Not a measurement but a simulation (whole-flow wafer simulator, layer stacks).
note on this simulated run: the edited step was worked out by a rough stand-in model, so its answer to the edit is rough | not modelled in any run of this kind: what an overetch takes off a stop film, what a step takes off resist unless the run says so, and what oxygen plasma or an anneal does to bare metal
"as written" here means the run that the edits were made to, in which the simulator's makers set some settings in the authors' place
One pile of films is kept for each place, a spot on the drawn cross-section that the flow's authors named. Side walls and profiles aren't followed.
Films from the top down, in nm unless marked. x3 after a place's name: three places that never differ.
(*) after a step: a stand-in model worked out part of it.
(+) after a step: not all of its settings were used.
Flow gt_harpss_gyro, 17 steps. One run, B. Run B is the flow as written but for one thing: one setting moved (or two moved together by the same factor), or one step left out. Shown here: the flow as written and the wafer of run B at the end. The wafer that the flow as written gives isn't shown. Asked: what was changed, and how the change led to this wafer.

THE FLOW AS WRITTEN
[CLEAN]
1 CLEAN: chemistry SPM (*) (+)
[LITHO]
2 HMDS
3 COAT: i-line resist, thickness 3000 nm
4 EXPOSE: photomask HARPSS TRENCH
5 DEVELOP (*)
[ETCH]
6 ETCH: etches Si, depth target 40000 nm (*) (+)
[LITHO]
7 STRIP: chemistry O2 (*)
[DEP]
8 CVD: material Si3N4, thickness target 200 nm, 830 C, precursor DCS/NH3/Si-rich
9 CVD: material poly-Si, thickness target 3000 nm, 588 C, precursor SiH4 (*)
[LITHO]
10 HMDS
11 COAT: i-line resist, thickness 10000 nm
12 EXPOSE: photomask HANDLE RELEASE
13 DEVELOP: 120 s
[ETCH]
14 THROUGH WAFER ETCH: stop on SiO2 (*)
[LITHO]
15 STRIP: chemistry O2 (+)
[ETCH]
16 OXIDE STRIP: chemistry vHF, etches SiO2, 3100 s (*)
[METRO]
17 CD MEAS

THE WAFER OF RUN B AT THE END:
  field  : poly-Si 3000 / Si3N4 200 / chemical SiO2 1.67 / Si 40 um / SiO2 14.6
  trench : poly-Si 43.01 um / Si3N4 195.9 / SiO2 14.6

The cause: step 16, OXIDE STRIP: 2558 s was run, where the flow has 3100 s.

How the change led to this, step by step:
  16 OXIDE STRIP: chemistry vHF, etches SiO2, 3100 s (*)
      field: under 4 films: SiO2 -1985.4 (as written it would be: under 4 films: SiO2 -2000 (all of it))
      trench: under 2 films: SiO2 -1985.4 (as written it would be: under 2 films: SiO2 -2000 (all of it))
